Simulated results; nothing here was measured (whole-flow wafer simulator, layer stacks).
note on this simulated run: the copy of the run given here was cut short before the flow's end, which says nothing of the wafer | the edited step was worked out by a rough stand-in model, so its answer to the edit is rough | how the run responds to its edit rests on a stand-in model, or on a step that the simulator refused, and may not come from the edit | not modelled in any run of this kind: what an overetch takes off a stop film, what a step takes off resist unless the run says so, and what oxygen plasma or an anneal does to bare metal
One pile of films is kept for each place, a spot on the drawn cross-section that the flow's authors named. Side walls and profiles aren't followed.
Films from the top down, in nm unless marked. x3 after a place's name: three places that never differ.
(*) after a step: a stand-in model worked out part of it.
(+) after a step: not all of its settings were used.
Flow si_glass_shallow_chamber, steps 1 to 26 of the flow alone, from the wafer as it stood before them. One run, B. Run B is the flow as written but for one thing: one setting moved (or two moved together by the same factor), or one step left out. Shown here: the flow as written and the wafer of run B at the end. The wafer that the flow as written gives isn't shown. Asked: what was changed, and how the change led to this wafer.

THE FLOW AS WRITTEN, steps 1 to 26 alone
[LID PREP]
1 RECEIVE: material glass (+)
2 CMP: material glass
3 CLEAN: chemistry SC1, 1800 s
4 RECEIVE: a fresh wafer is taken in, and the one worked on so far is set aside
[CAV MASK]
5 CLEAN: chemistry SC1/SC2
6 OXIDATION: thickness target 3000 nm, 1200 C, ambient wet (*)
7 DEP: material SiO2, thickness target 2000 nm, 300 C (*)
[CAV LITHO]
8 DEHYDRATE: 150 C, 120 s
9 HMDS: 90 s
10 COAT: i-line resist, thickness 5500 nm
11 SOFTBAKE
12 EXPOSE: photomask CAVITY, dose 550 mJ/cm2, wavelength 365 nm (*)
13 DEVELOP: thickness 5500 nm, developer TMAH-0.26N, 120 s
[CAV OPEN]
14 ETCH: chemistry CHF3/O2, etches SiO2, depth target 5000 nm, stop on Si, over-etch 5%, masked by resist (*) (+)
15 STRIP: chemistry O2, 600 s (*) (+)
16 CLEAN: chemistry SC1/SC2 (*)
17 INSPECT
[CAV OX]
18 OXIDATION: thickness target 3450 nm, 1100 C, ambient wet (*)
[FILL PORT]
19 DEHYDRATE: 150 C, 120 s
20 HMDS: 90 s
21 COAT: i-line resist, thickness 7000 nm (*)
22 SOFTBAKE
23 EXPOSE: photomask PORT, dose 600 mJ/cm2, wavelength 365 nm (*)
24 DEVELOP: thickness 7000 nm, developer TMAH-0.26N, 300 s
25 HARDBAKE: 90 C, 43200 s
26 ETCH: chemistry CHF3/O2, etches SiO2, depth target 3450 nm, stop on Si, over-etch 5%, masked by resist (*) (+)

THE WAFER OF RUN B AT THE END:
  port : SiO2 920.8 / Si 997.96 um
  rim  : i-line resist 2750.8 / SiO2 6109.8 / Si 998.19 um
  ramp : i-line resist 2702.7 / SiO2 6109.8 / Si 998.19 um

The cause: step 14, ETCH: depth target 2000 nm was run, where the flow has depth target 5000 nm.

How the change led to this, step by step:
  14 ETCH: chemistry CHF3/O2, etches SiO2, depth target 5000 nm, stop on Si, over-etch 5%, masked by resist (*) (+)
      cav, port: SiO2 -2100 (as written it would be: SiO2 -5000 (all of it), Si -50)
      rim, ramp, septum, ring: i-line resist -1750 (as written it would be: i-line resist -4375)
  15 STRIP: chemistry O2, 600 s (*) (+)
      cav, port: nothing (as written it would be: chemical SiO2 +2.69 (new film), Si -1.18)
      rim, ramp, septum, ring: i-line resist -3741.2 (all of it) (as written it would be: i-line resist -1116.2 (all of it))
  18 OXIDATION: thickness target 3450 nm, 1100 C, ambient wet (*)
      cav, port: SiO2 +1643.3, Si -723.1 (as written it would be: SiO2 +3450 (new film), chemical SiO2 -2.69 (all of it), Si -1516.8)
  21 COAT: i-line resist, thickness 7000 nm (*)
      rim: i-line resist +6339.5 (new film) (as written it would be: i-line resist +5660.1 (new film))
      ramp: i-line resist +6043.3 (new film) (as written it would be: i-line resist +5087.8 (new film))
      (and at 2 more places)
  22 SOFTBAKE
      rim: i-line resist -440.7 (as written it would be: i-line resist -849)
      ramp: i-line resist -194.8 (as written it would be: i-line resist -434.5)
      (and at 4 more places)
  24 DEVELOP: thickness 7000 nm, developer TMAH-0.26N, 300 s
      port: i-line resist -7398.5 (all of it) (as written it would be: i-line resist -7752.6 (all of it))
  25 HARDBAKE: 90 C, 43200 s
      rim: i-line resist -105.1 (as written it would be: i-line resist -62.5)
      ramp: i-line resist -103 (as written it would be: i-line resist -57.1)
      (and at 1 more place)
  26 ETCH: chemistry CHF3/O2, etches SiO2, depth target 3450 nm, stop on Si, over-etch 5%, masked by resist (*) (+)
      port: SiO2 -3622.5 (as written it would be: SiO2 -3450 (all of it), Si -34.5)
